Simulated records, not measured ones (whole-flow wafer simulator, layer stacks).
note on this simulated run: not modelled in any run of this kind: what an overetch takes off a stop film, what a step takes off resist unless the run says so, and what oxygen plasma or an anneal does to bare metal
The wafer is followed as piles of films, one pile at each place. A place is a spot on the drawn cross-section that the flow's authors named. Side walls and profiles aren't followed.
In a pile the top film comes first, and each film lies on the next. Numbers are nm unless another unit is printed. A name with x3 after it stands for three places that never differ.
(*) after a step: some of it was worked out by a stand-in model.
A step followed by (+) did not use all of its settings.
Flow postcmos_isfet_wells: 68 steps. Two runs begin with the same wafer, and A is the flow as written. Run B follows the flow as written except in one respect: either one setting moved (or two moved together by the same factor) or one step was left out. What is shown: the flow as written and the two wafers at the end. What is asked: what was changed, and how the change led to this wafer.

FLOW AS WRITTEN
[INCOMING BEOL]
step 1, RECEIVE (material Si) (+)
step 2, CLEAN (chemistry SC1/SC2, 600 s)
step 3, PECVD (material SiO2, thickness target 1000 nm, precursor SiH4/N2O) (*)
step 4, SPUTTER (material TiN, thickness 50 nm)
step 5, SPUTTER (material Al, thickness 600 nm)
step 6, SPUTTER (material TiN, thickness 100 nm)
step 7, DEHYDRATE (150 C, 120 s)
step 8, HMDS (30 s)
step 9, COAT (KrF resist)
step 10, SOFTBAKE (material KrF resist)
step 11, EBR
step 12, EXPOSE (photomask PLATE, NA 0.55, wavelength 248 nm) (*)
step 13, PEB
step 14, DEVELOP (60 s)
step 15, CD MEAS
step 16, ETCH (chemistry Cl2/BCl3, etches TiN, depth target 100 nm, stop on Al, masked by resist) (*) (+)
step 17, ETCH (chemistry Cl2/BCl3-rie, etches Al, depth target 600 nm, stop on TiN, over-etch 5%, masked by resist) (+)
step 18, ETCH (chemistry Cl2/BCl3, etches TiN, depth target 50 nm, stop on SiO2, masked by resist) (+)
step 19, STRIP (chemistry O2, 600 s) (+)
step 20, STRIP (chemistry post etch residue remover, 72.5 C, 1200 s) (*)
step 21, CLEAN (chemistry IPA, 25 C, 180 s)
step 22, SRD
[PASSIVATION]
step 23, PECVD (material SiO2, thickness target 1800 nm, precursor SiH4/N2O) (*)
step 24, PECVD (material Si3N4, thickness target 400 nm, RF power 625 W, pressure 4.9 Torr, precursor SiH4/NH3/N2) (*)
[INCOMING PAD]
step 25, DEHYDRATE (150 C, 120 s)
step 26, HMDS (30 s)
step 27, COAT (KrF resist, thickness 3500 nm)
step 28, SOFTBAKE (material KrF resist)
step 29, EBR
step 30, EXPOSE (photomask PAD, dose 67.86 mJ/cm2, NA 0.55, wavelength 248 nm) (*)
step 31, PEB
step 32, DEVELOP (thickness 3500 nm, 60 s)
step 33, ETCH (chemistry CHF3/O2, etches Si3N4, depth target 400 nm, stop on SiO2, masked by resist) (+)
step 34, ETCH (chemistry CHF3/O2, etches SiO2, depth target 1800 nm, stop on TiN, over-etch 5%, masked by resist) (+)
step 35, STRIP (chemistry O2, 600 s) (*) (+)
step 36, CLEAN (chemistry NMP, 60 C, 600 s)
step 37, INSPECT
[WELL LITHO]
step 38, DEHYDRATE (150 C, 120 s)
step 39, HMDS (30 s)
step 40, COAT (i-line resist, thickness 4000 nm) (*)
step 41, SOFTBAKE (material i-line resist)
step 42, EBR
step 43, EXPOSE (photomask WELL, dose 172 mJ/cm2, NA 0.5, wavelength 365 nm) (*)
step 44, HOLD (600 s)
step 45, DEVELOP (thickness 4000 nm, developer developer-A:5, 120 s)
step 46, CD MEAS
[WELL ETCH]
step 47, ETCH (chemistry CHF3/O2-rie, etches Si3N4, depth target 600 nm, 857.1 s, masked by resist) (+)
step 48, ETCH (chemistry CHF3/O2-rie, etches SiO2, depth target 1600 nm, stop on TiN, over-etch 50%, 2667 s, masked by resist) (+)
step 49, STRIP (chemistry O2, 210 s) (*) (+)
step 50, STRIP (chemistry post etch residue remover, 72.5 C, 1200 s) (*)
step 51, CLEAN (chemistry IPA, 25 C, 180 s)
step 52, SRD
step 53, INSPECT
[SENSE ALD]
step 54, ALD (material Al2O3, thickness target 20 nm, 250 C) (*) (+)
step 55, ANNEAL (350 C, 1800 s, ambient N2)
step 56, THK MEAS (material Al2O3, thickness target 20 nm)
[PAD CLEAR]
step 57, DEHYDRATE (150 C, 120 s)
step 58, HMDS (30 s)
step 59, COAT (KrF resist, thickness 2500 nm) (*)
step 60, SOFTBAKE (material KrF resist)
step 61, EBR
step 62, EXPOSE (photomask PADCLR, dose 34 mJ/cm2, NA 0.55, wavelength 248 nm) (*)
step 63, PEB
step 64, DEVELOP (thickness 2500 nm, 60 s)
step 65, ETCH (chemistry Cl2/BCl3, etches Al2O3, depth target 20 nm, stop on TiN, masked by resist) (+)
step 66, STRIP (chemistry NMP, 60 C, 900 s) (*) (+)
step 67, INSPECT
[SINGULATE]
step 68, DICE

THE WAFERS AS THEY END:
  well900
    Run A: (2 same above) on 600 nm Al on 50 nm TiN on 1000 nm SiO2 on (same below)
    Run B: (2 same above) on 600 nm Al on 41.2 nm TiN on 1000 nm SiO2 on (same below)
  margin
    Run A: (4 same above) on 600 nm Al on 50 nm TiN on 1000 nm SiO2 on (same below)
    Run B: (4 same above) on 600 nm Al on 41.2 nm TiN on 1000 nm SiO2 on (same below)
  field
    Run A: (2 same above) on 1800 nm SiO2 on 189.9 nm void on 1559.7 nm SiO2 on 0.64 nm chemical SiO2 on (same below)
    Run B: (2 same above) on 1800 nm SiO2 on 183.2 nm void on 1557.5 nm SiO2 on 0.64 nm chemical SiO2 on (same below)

What caused this: step 4, SPUTTER: thickness 41.2 nm was run, whereas the flow has thickness 50 nm.
One can read it off the wafer: well900 has TiN 41.2, and step 4 as written asks for 50 nm.

How this came from the change, step by step:
  step 4, SPUTTER (material TiN, thickness 50 nm)
      field, margin, well900, well1300 x3, pad_rim, pad_clr, pad_open: A +50 TiN (new film) | B +41.2 TiN (new film)
  step 18, ETCH (chemistry Cl2/BCl3, etches TiN, depth target 50 nm, stop on SiO2, masked by resist) (+)
      field: A -50 TiN (all of it) | B -41.2 TiN (all of it)
  step 23, PECVD (material SiO2, thickness target 1800 nm, precursor SiH4/N2O) (*)
      field: A +1800 SiO2 (new film), +189.9 void (new film), +559.7 SiO2 | B +1800 SiO2 (new film), +183.2 void (new film), +557.5 SiO2
